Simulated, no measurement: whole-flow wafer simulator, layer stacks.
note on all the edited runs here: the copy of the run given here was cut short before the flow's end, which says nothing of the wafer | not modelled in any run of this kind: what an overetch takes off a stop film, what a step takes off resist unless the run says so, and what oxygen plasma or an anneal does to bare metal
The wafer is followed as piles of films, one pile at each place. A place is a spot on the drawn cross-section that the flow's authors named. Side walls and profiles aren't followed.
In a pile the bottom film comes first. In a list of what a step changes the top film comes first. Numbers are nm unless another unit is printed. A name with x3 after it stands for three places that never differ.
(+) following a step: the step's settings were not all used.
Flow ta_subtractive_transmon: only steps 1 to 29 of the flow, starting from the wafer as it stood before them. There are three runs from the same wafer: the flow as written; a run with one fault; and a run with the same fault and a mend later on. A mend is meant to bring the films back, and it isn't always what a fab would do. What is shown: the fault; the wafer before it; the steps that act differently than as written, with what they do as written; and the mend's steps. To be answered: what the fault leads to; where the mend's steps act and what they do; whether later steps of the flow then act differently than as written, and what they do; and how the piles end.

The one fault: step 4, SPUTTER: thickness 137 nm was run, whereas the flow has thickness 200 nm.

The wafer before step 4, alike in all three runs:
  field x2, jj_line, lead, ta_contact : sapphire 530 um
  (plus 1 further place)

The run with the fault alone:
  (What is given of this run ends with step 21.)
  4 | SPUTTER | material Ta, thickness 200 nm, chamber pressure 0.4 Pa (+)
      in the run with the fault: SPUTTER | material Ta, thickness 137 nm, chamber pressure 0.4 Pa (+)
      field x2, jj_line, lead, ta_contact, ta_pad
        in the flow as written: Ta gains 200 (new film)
        in the run with the fault: Ta gains 137 (new film)
  Steps further on in the flow that do not act as written:
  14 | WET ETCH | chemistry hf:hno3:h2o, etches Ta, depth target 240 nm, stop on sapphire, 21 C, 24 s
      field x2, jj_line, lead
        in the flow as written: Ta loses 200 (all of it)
        in the run with the fault: Ta loses 137 (all of it)
  The piles after step 21 differ from the flow's at ta_contact, ta_pad by more than 2% or 0.5 nm, whichever is larger.
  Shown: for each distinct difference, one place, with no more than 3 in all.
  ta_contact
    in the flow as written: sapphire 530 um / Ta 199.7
    in the run with the fault: sapphire 530 um / Ta 136.7

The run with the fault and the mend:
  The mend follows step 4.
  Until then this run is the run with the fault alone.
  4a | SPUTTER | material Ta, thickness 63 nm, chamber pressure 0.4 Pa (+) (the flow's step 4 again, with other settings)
      field x2, jj_line, lead, ta_contact, ta_pad
        Ta gains 63
  Later steps of the flow that are run all act as written at every place that is followed.
  By the end, the piles equal the flow's at every place that both follow.
